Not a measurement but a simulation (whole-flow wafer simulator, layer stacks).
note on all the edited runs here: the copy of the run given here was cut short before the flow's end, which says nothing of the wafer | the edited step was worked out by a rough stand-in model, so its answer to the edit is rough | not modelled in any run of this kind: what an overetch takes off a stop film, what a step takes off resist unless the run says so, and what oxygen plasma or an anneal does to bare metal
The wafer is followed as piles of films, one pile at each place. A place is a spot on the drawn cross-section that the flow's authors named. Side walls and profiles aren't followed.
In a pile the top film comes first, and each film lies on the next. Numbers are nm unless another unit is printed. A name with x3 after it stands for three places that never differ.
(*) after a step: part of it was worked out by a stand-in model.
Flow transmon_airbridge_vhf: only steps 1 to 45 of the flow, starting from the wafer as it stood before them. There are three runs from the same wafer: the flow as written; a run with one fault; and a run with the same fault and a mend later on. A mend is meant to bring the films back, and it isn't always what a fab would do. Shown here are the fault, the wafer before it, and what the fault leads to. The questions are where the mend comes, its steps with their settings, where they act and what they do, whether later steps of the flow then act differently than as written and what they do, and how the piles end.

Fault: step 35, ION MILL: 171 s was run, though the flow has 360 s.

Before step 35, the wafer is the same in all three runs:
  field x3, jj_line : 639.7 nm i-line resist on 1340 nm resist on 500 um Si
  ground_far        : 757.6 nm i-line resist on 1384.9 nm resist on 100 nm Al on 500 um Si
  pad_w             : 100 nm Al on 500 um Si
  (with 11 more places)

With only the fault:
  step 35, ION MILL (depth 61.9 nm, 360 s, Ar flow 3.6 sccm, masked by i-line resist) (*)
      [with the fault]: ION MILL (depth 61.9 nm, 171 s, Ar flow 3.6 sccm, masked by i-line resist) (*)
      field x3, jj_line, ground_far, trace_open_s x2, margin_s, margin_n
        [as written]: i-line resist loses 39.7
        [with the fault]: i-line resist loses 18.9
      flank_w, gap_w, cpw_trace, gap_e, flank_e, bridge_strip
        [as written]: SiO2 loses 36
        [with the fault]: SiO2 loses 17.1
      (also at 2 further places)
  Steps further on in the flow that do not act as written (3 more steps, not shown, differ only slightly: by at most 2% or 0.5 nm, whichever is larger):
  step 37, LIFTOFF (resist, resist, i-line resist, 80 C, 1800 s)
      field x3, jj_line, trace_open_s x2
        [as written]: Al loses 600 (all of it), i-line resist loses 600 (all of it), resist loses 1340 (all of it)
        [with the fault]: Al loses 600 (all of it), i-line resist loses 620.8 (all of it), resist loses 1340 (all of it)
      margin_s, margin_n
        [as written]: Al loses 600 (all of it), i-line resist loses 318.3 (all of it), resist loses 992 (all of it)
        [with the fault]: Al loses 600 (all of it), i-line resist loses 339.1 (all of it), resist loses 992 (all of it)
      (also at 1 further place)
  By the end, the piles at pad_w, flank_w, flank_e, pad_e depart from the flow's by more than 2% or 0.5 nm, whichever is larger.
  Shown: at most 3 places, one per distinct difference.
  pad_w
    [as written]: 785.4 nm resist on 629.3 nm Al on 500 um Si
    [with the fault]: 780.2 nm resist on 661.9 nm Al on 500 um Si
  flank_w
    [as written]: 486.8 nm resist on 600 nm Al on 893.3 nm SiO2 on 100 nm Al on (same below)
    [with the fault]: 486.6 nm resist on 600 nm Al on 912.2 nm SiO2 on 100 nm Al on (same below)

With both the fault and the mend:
  After step 35 comes the mend.
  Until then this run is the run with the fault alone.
  step 35a, ION MILL (depth 61.9 nm, 189 s, Ar flow 3.6 sccm, masked by i-line resist) (*) (the flow's step 35 again, with other settings)
      field x3, jj_line, ground_far, trace_open_s x2, margin_s, margin_n
        i-line resist loses 20.9
      flank_w, gap_w, cpw_trace, gap_e, flank_e, bridge_strip
        SiO2 loses 18.9
      pad_w, pad_e
        Al loses 32.5
  Every later step of the flow that is run acts as written at every place that is followed.
  By the end, the piles equal the flow's at every place that both follow.
